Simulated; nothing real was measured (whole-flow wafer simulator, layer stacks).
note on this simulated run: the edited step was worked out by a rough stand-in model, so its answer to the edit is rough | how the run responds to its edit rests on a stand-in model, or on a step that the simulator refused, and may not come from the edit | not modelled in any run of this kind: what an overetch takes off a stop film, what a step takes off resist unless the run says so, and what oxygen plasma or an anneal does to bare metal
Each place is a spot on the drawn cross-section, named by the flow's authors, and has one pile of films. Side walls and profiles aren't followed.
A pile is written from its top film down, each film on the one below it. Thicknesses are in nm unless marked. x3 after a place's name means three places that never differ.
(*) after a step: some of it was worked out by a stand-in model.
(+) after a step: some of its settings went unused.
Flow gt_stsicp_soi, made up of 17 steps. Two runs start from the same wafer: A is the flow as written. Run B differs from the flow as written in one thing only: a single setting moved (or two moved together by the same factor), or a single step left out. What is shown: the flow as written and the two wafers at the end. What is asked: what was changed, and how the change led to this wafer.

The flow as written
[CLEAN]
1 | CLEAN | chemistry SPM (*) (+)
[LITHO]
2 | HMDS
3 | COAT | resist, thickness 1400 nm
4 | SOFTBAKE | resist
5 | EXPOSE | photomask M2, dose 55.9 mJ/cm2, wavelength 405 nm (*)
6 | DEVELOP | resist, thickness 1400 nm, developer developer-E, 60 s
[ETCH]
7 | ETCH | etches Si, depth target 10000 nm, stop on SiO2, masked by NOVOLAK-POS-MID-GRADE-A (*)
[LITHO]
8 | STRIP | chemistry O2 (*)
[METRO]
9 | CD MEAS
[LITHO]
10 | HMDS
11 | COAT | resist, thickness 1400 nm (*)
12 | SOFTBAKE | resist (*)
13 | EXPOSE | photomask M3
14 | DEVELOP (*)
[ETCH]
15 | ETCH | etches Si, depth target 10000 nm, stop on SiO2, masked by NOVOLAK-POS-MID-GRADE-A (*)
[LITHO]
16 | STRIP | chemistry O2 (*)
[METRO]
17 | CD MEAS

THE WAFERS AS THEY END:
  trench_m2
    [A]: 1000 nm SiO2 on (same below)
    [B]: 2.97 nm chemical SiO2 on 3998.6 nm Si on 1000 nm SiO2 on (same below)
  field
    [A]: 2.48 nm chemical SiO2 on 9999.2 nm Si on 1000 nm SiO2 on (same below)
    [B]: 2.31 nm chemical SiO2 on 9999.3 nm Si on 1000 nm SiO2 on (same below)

Cause: step 7, ETCH: depth target 6000 nm was run, though the flow has depth target 10000 nm.

How this came from the change, step by step:
  7 | ETCH | etches Si, depth target 10000 nm, stop on SiO2, masked by NOVOLAK-POS-MID-GRADE-A (*)
      trench_m2: A chemical SiO2 loses 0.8 (all of it), Si loses 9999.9 (all of it) | B chemical SiO2 loses 0.8 (all of it), Si loses 6000
      field, trench_m3: A resist loses 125 | B resist loses 75
  8 | STRIP | chemistry O2 (*)
      trench_m2: A nothing | B chemical SiO2 gains 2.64 (new film), Si loses 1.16
      field, trench_m3: A resist loses 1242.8 (all of it), chemical SiO2 gains 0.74, Si loses 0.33 | B resist loses 1292.8 (all of it), chemical SiO2 gains 0.75, Si loses 0.33
  11 | COAT | resist, thickness 1400 nm (*)
      trench_m2: A resist gains 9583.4 (new film) | B resist gains 6380.7 (new film)
      trench_m3: A resist gains 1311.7 (new film) | B resist gains 1346.9 (new film)
  12 | SOFTBAKE | resist (*)
      trench_m2: A nothing | B resist gains 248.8
      trench_m3: A nothing | B resist gains 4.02
  14 | DEVELOP (*)
      trench_m3: A resist loses 1311.7 (all of it) | B resist loses 1350.9 (all of it)
  16 | STRIP | chemistry O2 (*)
      trench_m2: A resist loses 9458.4 (all of it) | B resist loses 6504.6 (all of it), chemical SiO2 gains 0.33, Si loses 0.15
      field: A resist loses 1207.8 (all of it), chemical SiO2 gains 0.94, Si loses 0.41 | B resist loses 1234.9 (all of it), chemical SiO2 gains 0.76, Si loses 0.34
